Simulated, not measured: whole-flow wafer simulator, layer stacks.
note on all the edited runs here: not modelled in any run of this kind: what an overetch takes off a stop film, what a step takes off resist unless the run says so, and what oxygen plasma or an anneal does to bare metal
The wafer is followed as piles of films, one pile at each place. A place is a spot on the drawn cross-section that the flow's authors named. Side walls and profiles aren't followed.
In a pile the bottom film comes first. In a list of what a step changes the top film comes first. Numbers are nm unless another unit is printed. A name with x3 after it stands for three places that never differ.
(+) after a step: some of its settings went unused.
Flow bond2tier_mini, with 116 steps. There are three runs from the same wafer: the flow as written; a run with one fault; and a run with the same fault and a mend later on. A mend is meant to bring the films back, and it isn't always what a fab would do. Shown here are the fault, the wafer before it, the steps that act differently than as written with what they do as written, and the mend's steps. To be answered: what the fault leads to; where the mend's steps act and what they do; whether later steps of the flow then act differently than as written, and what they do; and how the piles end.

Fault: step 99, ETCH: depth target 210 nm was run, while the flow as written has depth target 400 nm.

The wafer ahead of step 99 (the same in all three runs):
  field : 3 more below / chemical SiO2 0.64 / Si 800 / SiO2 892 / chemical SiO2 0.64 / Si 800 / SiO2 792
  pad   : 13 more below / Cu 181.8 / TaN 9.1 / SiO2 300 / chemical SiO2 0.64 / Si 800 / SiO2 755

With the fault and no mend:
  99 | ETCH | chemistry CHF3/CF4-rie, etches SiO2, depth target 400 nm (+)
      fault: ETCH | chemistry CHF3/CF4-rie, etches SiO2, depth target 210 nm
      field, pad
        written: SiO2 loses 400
        fault: SiO2 loses 210
  None of the later steps of the flow acts differently than as written at any place that is followed.
  At field, pad, the piles at the end differ from the flow's by more than 2% or 0.5 nm, whichever is larger.
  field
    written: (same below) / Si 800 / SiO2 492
    fault: (same below) / Si 800 / SiO2 682
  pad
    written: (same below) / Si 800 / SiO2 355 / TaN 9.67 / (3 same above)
    fault: (same below) / Si 800 / SiO2 545 / TaN 9.67 / (3 same above)

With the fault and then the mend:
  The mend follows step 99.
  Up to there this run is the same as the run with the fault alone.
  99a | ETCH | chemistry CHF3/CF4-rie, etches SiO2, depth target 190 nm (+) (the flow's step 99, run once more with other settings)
      field, pad
        SiO2 loses 190
  None of the later steps of the flow acts differently than as written at any place that is followed.
  By the end, the piles equal the flow's at every place that both follow.
